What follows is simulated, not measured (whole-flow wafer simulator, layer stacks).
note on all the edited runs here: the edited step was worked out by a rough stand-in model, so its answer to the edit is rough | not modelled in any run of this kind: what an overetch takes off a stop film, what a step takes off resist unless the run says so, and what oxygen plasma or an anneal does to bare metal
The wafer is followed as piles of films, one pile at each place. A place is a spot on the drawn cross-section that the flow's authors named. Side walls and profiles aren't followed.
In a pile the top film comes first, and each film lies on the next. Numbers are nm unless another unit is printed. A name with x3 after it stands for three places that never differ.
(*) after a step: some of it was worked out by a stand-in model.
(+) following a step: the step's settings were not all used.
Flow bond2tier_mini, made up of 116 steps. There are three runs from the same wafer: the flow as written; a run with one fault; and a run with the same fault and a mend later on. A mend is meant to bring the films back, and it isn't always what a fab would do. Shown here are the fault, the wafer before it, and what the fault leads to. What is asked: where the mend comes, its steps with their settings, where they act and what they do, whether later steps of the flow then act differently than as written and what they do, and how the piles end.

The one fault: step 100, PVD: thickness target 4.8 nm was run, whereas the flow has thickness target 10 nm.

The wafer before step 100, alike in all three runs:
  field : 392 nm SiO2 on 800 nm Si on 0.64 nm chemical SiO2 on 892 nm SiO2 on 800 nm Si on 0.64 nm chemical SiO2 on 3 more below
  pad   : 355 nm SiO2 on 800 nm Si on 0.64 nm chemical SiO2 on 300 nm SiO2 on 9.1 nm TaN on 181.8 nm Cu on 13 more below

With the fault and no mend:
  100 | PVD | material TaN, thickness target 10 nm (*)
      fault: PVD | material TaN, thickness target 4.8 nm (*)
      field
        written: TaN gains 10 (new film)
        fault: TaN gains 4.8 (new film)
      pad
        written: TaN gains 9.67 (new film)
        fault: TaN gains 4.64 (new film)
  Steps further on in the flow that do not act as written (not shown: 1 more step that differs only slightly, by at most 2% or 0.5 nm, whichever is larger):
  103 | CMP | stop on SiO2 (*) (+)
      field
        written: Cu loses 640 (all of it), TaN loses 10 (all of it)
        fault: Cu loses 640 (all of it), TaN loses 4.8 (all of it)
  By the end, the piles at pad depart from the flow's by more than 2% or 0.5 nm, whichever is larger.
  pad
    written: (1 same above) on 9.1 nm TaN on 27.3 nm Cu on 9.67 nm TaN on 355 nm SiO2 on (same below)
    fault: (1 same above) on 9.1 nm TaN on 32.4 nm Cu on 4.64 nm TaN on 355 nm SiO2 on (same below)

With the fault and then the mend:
  The mend stands after step 100.
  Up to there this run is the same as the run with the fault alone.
  100a | PVD | material TaN, thickness target 5.2 nm (*) (the flow's step 100, run once more with other settings)
      field
        TaN gains 5.2
      pad
        TaN gains 5.02
  Every later step of the flow that is run acts as written at every place that is followed.
  When the end is reached, the piles differ only a little from the flow's at the places that both follow, at most by 2% or 0.5 nm, whichever is larger.
